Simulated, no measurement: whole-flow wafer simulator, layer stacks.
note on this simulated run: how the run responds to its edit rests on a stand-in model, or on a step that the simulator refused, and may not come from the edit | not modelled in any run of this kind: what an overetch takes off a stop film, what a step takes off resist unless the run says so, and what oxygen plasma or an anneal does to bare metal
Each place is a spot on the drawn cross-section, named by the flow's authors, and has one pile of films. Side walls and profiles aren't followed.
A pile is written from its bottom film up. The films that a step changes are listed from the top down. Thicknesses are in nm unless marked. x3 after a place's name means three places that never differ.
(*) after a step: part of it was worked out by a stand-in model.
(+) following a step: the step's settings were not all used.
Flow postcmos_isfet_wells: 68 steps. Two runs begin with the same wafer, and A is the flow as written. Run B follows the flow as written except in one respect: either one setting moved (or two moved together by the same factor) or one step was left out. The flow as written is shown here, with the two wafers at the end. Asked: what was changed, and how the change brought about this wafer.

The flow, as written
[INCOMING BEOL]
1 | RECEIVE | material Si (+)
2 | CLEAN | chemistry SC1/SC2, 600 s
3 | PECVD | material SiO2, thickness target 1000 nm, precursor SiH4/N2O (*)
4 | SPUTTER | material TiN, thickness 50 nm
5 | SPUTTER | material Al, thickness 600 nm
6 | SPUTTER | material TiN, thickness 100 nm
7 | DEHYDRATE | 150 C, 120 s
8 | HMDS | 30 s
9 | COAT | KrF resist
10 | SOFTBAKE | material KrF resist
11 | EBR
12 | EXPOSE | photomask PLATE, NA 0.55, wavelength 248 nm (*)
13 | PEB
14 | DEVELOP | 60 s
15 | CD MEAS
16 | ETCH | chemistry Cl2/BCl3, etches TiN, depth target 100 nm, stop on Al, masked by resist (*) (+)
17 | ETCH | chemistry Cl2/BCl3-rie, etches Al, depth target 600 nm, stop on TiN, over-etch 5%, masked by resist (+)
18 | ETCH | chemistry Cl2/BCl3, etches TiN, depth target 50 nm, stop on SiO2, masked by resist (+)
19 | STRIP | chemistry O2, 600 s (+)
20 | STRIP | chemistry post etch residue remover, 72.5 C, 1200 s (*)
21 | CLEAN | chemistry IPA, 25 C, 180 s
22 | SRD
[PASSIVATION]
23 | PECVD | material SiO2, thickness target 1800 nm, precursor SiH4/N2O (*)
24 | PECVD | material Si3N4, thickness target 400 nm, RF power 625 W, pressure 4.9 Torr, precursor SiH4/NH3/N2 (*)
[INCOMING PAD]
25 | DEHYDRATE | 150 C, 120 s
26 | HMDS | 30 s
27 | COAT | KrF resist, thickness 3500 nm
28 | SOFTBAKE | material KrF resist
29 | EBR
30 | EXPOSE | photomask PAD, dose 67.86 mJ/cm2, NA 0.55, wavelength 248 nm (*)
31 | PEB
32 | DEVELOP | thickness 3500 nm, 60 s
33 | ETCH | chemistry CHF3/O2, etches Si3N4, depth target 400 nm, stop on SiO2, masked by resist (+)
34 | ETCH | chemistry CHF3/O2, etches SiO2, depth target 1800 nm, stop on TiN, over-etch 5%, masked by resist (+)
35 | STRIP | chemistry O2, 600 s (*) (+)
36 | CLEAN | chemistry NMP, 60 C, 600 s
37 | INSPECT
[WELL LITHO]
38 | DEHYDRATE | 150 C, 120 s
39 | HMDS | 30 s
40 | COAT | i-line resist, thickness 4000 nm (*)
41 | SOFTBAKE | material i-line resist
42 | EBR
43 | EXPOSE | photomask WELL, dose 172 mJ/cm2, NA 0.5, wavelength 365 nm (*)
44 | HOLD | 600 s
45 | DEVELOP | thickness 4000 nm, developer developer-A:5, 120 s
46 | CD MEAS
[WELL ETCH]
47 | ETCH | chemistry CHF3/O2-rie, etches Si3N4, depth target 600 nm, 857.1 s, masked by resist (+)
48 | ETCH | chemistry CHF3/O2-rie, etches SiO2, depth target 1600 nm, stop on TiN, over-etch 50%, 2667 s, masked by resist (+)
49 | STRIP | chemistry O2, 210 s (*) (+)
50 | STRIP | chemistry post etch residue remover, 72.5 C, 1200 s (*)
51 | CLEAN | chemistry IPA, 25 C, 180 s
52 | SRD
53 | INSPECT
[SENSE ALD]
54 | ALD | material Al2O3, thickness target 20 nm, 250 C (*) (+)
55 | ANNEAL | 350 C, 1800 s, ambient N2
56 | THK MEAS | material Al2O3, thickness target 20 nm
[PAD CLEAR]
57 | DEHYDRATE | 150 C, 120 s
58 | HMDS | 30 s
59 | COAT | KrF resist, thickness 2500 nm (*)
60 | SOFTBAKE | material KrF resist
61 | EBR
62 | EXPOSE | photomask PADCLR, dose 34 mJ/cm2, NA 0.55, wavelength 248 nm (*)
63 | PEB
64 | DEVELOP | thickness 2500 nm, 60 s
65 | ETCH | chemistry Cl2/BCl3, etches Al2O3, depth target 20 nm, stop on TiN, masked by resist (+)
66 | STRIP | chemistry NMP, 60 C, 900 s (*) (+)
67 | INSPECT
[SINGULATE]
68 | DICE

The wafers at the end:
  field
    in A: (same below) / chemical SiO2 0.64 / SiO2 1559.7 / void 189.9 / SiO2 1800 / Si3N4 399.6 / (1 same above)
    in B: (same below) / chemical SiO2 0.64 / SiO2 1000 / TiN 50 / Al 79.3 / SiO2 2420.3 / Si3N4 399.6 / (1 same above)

The reason: step 17, ETCH: depth target 465 nm was run, though the flow has depth target 600 nm.

The path from the change to this, step by step:
  17 | ETCH | chemistry Cl2/BCl3-rie, etches Al, depth target 600 nm, stop on TiN, over-etch 5%, masked by resist (+)
      field: A Al loses 600 (all of it) | B Al loses 465
      margin, well900, well1300 x3, pad_rim, pad_clr, pad_open: A KrF resist loses 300 | B KrF resist loses 232.5
  18 | ETCH | chemistry Cl2/BCl3, etches TiN, depth target 50 nm, stop on SiO2, masked by resist (+)
      field: A TiN loses 50 (all of it) | B Al loses 50
  19 | STRIP | chemistry O2, 600 s (+)
      margin, well900, well1300 x3, pad_rim, pad_clr, pad_open: A KrF resist loses 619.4 (all of it) | B KrF resist loses 686.9 (all of it)
  20 | STRIP | chemistry post etch residue remover, 72.5 C, 1200 s (*)
      field: A nothing | B Al loses 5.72
  23 | PECVD | material SiO2, thickness target 1800 nm, precursor SiH4/N2O (*)
      field: A SiO2 gains 1800 (new film), void gains 189.9 (new film), SiO2 gains 559.7 | B SiO2 gains 2420.3 (new film)
Taking metal films that touch as one body, field has 1 body; the flow as written gives 0 bodies.
